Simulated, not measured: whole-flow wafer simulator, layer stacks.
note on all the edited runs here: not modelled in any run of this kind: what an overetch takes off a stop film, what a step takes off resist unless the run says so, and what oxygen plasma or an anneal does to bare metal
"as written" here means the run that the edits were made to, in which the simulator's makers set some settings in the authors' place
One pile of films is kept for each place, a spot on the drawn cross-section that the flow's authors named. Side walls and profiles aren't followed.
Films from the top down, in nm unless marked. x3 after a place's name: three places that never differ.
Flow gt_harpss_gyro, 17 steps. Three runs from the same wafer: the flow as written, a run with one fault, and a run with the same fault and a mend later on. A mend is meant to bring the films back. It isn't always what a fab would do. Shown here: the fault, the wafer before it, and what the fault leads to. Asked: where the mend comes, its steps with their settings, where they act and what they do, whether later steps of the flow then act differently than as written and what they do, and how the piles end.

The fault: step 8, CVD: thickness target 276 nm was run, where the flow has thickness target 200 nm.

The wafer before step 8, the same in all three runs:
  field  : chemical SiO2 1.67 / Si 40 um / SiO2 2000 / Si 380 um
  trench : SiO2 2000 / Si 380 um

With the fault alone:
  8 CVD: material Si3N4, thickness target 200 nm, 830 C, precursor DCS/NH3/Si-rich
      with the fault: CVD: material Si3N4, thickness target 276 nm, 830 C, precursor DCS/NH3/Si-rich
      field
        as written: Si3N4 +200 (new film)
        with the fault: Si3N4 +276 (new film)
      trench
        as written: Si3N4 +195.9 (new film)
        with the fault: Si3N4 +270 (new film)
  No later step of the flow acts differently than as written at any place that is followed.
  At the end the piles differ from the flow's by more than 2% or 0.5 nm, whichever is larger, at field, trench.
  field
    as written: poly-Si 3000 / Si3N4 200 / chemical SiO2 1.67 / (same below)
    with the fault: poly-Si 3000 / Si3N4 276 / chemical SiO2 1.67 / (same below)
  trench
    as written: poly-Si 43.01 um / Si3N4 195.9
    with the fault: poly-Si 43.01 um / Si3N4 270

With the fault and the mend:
  The mend comes after step 8.
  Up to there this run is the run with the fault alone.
  8a ETCH: chemistry h3po4, depth target 75.63 nm
      field, trench
        Si3N4 -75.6
  No later step of the flow acts differently than as written at any place that is followed.
  At the end the piles differ from the flow's only slightly at the places that both follow, by at most 2% or 0.5 nm, whichever is larger.
